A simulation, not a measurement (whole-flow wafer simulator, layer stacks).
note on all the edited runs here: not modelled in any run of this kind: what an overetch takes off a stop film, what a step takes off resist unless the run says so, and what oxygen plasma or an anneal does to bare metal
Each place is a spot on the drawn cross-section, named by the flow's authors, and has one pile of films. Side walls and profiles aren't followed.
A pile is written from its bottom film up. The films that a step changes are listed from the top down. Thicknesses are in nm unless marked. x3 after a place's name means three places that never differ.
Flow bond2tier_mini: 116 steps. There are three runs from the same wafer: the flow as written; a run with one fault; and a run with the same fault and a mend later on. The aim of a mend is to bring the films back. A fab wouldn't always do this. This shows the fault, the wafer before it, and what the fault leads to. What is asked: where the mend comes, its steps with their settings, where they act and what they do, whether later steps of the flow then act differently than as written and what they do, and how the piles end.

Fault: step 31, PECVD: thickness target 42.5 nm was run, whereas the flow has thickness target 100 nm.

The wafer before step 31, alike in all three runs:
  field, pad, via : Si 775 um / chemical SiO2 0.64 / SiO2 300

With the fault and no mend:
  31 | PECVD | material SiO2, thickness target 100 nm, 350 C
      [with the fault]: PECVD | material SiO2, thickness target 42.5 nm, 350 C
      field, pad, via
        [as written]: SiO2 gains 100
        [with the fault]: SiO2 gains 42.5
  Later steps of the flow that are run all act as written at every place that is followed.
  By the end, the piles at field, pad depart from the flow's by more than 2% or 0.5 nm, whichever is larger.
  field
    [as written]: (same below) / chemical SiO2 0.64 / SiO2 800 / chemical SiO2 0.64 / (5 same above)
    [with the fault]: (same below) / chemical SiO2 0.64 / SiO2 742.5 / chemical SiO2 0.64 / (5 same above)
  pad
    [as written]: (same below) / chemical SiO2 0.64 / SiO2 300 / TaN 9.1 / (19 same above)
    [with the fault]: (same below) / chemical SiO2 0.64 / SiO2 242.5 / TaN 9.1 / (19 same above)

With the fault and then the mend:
  The mend stands after step 31.
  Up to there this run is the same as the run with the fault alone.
  31a | PECVD | material SiO2, thickness target 57.5 nm, 350 C (the flow's step 31, run once more with other settings)
      field, pad, via
        SiO2 gains 57.5
  Later steps of the flow that are run all act as written at every place that is followed.
  The piles end the same as the flow's at every place that both follow.
